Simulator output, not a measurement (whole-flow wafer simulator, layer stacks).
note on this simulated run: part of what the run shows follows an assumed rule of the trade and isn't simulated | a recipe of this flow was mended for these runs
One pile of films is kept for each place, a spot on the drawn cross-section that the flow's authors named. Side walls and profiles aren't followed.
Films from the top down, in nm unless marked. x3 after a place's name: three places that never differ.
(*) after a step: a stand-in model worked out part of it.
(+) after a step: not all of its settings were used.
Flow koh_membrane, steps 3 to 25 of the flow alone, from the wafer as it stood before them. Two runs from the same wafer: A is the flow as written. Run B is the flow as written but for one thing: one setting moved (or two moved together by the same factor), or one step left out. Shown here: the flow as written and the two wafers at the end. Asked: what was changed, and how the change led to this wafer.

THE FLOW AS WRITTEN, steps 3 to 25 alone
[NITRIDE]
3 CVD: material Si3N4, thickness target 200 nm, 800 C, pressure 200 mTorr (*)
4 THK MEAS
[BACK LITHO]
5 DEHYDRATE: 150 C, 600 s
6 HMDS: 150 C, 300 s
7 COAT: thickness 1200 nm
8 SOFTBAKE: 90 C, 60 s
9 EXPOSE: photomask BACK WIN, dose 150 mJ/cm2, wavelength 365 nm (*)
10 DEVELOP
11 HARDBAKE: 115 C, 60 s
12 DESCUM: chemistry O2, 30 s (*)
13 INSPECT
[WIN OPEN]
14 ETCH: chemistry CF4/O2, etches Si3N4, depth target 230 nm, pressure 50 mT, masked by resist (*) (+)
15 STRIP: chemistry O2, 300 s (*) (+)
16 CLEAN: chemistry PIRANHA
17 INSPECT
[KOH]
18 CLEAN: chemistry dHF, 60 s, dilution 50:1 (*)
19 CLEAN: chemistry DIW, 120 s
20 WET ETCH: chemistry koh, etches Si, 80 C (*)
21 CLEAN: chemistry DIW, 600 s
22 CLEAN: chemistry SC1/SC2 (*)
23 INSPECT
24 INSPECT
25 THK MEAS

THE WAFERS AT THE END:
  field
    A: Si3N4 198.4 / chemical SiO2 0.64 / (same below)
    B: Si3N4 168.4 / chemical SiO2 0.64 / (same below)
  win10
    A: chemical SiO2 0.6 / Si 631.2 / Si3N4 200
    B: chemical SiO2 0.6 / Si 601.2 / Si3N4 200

The cause: step 3, CVD: thickness target 170 nm was run, where the flow has thickness target 200 nm.

How the change led to this, step by step:
  3 CVD: material Si3N4, thickness target 200 nm, 800 C, pressure 200 mTorr (*)
      field, win20 x4, win10: A Si3N4 +200 (new film) | B Si3N4 +170 (new film)
  14 ETCH: chemistry CF4/O2, etches Si3N4, depth target 230 nm, pressure 50 mT, masked by resist (*) (+)
      win20 x4, win10: A Si3N4 -200 (all of it), chemical SiO2 -0.64 (all of it), Si -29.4 | B Si3N4 -170 (all of it), chemical SiO2 -0.64 (all of it), Si -59.4
